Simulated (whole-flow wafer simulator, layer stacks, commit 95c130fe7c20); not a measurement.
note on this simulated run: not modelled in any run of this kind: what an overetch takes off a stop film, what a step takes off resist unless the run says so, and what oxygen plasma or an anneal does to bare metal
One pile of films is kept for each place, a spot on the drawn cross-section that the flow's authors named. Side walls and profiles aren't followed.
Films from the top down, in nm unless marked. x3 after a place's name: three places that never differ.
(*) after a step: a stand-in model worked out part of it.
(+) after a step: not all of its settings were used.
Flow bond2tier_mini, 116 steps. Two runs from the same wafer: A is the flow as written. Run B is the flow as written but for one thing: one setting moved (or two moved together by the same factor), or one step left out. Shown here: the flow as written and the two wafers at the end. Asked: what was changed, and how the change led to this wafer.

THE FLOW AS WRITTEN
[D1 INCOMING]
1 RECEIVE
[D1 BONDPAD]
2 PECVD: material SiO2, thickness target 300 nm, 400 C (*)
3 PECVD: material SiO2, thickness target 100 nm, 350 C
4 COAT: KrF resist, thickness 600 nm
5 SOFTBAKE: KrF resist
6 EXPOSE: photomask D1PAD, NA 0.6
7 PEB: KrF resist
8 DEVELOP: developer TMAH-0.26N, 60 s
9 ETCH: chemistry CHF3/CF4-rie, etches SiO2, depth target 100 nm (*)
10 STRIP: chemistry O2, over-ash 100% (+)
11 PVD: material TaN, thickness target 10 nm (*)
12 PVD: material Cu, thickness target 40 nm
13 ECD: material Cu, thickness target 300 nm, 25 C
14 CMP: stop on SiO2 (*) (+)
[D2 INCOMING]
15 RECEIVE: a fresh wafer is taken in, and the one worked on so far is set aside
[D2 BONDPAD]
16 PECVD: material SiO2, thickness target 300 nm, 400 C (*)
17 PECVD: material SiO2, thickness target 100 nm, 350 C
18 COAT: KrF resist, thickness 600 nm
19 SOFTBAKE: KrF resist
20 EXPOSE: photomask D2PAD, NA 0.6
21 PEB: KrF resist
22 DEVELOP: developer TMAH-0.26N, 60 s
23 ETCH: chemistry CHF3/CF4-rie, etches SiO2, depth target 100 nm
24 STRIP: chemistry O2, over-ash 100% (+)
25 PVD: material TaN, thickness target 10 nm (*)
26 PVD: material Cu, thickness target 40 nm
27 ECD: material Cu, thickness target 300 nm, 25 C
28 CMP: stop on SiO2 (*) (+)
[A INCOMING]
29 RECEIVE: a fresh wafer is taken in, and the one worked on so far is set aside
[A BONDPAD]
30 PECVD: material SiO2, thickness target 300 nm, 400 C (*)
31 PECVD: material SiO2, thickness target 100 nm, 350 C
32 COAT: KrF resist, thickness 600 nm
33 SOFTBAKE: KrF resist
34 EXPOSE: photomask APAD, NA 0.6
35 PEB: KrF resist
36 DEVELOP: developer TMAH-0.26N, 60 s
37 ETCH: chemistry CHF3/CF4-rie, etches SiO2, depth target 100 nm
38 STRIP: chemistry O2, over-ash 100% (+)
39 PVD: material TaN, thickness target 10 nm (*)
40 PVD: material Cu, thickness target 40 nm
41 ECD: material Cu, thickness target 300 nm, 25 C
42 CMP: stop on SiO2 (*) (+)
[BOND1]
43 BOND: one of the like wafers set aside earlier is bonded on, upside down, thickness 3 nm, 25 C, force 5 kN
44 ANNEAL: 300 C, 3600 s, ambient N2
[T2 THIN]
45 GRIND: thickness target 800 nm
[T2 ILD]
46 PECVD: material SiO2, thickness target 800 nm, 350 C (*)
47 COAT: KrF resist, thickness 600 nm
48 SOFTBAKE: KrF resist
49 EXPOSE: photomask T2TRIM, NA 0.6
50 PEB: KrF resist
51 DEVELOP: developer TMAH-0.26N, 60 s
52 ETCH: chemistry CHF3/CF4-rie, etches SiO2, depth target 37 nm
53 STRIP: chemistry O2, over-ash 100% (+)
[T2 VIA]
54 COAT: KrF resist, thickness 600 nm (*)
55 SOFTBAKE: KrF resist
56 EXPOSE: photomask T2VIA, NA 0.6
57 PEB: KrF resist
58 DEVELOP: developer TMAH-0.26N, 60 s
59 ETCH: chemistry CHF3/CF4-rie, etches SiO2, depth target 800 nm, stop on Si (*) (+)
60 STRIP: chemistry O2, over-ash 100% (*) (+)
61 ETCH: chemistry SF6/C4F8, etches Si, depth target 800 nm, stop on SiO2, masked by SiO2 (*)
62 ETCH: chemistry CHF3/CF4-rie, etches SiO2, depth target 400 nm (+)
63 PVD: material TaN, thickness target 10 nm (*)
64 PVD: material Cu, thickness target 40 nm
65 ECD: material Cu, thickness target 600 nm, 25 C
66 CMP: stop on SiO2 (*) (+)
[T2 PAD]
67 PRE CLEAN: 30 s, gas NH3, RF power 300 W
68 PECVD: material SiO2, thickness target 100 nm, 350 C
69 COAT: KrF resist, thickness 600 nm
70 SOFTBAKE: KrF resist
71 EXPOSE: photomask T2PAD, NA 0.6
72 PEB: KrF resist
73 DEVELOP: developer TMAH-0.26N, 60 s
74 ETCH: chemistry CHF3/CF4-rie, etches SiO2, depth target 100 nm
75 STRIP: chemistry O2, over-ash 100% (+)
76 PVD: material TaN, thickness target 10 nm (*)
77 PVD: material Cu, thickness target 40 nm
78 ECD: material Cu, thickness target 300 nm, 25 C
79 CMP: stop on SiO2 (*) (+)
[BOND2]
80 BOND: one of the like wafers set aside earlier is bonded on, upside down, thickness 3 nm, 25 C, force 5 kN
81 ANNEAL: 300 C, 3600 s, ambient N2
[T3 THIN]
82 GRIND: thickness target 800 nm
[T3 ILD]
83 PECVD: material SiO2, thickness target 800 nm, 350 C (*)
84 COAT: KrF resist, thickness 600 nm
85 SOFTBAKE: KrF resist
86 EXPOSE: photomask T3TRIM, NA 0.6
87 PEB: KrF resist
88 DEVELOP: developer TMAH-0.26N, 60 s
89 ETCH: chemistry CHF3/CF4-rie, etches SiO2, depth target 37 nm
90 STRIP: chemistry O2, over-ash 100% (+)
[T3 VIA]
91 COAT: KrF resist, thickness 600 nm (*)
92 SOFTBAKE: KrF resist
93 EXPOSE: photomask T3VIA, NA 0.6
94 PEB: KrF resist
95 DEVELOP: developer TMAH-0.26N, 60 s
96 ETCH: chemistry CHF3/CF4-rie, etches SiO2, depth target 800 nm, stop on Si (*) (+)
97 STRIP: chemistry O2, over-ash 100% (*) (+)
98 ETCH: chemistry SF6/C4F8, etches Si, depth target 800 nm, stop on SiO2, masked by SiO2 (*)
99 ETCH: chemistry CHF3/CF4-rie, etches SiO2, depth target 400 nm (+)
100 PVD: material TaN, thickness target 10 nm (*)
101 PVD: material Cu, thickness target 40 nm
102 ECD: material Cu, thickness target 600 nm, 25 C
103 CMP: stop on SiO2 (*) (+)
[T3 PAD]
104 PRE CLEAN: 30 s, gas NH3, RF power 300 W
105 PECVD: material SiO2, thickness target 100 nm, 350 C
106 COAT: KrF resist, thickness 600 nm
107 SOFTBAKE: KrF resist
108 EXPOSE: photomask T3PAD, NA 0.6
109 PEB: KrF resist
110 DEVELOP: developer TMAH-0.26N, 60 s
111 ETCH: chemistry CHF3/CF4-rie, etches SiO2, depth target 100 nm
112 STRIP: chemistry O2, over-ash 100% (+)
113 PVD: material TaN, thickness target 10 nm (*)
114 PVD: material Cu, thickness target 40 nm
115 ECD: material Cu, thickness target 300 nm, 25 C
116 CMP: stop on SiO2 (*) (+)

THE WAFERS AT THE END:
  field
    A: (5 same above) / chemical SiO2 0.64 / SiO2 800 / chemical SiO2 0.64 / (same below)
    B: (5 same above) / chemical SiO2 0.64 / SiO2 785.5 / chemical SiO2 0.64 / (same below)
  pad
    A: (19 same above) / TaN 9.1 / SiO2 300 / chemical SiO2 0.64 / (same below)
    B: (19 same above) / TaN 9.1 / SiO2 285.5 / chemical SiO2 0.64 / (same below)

The cause: step 31, PECVD: 407 C was run, where the flow has 350 C.

How the change led to this, step by step:
  31 PECVD: material SiO2, thickness target 100 nm, 350 C
      field, pad, via: A SiO2 +100 | B SiO2 +85.5
